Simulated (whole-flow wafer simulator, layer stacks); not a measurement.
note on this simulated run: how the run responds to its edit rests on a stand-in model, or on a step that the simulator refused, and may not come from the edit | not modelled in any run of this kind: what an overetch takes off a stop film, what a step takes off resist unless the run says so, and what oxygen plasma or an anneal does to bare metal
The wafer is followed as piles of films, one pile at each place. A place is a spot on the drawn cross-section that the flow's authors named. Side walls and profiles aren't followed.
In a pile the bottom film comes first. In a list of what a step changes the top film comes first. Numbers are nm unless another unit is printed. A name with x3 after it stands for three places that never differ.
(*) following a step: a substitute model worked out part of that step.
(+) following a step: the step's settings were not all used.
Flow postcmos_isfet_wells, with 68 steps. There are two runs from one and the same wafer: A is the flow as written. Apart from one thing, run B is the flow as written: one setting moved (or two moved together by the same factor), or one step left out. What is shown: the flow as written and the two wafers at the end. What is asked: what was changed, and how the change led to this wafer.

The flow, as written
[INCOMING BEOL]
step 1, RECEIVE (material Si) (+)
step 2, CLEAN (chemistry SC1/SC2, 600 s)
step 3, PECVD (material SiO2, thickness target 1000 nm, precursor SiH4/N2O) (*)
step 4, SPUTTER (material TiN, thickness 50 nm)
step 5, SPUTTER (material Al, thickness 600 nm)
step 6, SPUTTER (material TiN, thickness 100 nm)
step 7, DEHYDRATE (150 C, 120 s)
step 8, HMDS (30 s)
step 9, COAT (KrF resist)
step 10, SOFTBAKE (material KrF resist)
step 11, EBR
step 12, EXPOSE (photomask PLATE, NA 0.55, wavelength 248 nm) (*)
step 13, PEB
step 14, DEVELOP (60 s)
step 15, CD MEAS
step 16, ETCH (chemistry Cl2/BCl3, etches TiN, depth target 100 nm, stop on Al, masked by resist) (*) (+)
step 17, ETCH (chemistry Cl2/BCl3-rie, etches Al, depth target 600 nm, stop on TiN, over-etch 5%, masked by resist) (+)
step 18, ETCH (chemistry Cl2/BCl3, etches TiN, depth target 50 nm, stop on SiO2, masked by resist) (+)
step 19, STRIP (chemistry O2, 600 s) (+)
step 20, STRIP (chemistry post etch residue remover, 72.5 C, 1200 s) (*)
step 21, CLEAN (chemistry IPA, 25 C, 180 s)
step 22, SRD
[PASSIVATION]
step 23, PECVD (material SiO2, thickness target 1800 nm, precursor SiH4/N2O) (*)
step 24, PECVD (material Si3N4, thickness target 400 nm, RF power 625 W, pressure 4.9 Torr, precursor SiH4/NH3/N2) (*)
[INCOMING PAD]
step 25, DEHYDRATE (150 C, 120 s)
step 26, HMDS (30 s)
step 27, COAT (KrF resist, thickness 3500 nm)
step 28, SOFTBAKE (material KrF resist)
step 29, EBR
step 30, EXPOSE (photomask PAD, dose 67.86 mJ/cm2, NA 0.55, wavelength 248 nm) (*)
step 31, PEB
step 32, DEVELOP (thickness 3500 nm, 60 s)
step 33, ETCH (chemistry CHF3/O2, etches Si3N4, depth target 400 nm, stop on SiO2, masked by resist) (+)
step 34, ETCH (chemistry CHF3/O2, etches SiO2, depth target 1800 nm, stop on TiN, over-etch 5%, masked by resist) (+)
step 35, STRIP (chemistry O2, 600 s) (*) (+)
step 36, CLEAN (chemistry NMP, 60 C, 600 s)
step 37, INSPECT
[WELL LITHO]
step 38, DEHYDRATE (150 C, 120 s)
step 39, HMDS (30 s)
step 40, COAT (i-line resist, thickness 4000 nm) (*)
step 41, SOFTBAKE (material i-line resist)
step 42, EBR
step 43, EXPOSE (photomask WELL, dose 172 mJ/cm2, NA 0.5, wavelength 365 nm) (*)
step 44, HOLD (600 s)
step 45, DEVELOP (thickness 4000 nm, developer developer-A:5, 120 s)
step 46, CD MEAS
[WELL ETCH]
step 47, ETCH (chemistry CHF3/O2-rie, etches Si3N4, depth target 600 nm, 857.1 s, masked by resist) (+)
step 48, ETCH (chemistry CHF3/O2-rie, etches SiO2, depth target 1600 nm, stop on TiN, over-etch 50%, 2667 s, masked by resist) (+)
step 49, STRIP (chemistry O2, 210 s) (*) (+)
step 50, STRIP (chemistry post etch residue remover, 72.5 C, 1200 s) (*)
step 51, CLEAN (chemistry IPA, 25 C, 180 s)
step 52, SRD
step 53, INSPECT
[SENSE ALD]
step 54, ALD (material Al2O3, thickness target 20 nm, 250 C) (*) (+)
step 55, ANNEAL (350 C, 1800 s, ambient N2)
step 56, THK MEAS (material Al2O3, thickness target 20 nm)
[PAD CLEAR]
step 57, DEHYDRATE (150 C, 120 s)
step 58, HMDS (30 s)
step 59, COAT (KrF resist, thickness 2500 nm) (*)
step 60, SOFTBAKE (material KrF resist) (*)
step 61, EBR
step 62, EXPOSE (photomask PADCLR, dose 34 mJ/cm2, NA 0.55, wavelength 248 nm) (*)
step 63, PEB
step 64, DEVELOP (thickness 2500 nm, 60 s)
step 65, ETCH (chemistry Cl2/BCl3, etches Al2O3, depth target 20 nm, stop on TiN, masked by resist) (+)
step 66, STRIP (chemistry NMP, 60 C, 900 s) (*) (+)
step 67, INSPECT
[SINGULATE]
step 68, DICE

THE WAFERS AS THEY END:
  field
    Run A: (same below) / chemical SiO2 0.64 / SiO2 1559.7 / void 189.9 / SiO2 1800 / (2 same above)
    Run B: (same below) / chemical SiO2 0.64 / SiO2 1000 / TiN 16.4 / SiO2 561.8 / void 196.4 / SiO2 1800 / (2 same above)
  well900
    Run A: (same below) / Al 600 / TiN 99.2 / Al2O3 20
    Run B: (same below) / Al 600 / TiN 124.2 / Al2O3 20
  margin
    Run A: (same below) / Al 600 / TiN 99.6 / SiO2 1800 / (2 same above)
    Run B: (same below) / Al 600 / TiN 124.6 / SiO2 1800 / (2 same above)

Cause: step 6, SPUTTER: thickness 125 nm was run, while the flow as written has thickness 100 nm.

The path from the change to this, step by step:
  step 6, SPUTTER (material TiN, thickness 100 nm)
      field, margin, well900 and 6 more: A +100 TiN (new film) | B +125 TiN (new film)
  step 16, ETCH (chemistry Cl2/BCl3, etches TiN, depth target 100 nm, stop on Al, masked by resist) (*) (+)
      field: A -100 TiN (all of it) | B -100 TiN
  step 17, ETCH (chemistry Cl2/BCl3-rie, etches Al, depth target 600 nm, stop on TiN, over-etch 5%, masked by resist) (+)
      field: A -600 Al (all of it) | B -25 TiN (all of it), -560 Al
  step 18, ETCH (chemistry Cl2/BCl3, etches TiN, depth target 50 nm, stop on SiO2, masked by resist) (+)
      field: A -50 TiN (all of it) | B -40 Al (all of it), -33.2 TiN
  step 23, PECVD (material SiO2, thickness target 1800 nm, precursor SiH4/N2O) (*)
      field: A +1800 SiO2 (new film), +189.9 void (new film), +559.7 SiO2 | B +1800 SiO2 (new film), +196.4 void (new film), +561.8 SiO2 (new film)
Taking metal films that touch as one body, field has 1 body; the flow as written gives 0 bodies.
